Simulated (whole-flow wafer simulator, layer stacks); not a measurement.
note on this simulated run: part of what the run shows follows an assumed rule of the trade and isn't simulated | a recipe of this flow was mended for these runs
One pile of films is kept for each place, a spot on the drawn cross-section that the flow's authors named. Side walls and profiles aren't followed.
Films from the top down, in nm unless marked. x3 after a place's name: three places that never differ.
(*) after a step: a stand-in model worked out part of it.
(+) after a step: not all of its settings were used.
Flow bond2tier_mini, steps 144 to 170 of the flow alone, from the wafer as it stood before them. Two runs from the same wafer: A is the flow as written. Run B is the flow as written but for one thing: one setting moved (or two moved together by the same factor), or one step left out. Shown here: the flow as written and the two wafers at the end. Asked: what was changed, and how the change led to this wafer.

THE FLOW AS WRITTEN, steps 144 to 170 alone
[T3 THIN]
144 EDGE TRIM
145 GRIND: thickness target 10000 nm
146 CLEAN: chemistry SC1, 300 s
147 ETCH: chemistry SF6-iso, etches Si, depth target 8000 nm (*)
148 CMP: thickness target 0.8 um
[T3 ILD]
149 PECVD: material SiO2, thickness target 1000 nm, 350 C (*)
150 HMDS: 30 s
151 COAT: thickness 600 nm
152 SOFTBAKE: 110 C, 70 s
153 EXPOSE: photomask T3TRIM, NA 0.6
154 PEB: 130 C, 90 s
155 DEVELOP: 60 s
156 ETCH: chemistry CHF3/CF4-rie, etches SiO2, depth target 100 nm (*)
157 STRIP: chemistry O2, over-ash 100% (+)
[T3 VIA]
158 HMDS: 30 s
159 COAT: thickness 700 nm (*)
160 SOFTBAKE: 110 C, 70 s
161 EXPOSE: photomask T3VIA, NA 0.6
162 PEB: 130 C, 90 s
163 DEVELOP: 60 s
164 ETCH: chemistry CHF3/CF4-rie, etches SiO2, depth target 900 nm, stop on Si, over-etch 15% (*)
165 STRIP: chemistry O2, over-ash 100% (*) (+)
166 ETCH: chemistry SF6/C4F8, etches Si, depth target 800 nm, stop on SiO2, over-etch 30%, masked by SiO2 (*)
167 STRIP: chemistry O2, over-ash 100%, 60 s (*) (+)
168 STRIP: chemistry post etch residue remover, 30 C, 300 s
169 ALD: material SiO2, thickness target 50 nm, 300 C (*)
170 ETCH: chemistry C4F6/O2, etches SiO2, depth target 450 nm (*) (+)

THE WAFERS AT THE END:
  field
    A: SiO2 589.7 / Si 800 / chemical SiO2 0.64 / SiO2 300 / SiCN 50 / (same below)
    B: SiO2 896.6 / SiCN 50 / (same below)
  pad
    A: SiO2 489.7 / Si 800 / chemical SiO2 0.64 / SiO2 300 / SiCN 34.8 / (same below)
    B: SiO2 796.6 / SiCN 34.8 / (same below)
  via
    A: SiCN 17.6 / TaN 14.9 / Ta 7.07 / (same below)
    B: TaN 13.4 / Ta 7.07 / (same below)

The cause: step 145, GRIND: thickness target 7840 nm was run, where the flow has thickness target 10000 nm.

How the change led to this, step by step:
  145 GRIND: thickness target 10000 nm
      field, pad, via: A Si -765 um | B Si -767.16 um
  147 ETCH: chemistry SF6-iso, etches Si, depth target 8000 nm (*)
      field, pad, via: A chemical SiO2 -0.6 (all of it), Si -8000 | B chemical SiO2 -0.6 (all of it), Si -7839.7 (all of it), chemical SiO2 -0.64 (all of it), SiO2 -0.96
  148 CMP: thickness target 0.8 um
      field, pad, via: A Si -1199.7 | B nothing
  149 PECVD: material SiO2, thickness target 1000 nm, 350 C (*)
      field, pad, via: A SiO2 +1000 (new film) | B SiO2 +1000
  164 ETCH: chemistry CHF3/CF4-rie, etches SiO2, depth target 900 nm, stop on Si, over-etch 15% (*)
      via: A SiO2 -900 (all of it), Si -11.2 | B SiO2 -1035
  166 ETCH: chemistry SF6/C4F8, etches Si, depth target 800 nm, stop on SiO2, over-etch 30%, masked by SiO2 (*)
      via: A Si -788.8 (all of it), chemical SiO2 -0.64 (all of it), SiO2 -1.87 | B SiO2 -2.4
      field, pad: A SiO2 -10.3 | B SiO2 -2.4
  170 ETCH: chemistry C4F6/O2, etches SiO2, depth target 450 nm (*) (+)
      via: A SiO2 -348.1 (all of it), SiCN -17.2 | B SiO2 -211.6 (all of it), SiCN -34.8 (all of it), TaN -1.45
